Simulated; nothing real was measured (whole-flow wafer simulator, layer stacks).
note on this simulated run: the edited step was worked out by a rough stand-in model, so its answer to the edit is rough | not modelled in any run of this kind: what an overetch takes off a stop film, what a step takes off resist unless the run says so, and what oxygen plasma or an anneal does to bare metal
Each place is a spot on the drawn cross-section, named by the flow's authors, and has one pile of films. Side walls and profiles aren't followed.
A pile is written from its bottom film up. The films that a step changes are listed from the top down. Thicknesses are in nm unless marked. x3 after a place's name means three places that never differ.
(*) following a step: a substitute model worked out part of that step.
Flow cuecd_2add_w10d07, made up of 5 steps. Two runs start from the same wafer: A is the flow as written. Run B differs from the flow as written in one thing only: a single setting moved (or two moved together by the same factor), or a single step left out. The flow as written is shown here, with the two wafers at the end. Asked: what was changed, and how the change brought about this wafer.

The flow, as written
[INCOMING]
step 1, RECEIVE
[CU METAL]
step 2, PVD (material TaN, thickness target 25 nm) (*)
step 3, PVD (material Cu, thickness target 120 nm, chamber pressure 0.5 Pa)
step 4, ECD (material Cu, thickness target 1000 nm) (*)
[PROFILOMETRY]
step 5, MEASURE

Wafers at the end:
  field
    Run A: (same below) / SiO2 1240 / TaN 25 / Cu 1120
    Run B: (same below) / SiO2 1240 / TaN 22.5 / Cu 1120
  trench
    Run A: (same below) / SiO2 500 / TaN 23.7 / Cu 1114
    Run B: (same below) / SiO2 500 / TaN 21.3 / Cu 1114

What caused this: step 2, PVD: thickness target 22.5 nm was run, whereas the flow has thickness target 25 nm.
The wafer lets one read it off: field has TaN 22.5, and step 2 as written asks for 25 nm.

Step by step, how the change led to this:
  step 2, PVD (material TaN, thickness target 25 nm) (*)
      field: A TaN gains 25 (new film) | B TaN gains 22.5 (new film)
      trench: A TaN gains 23.7 (new film) | B TaN gains 21.3 (new film)
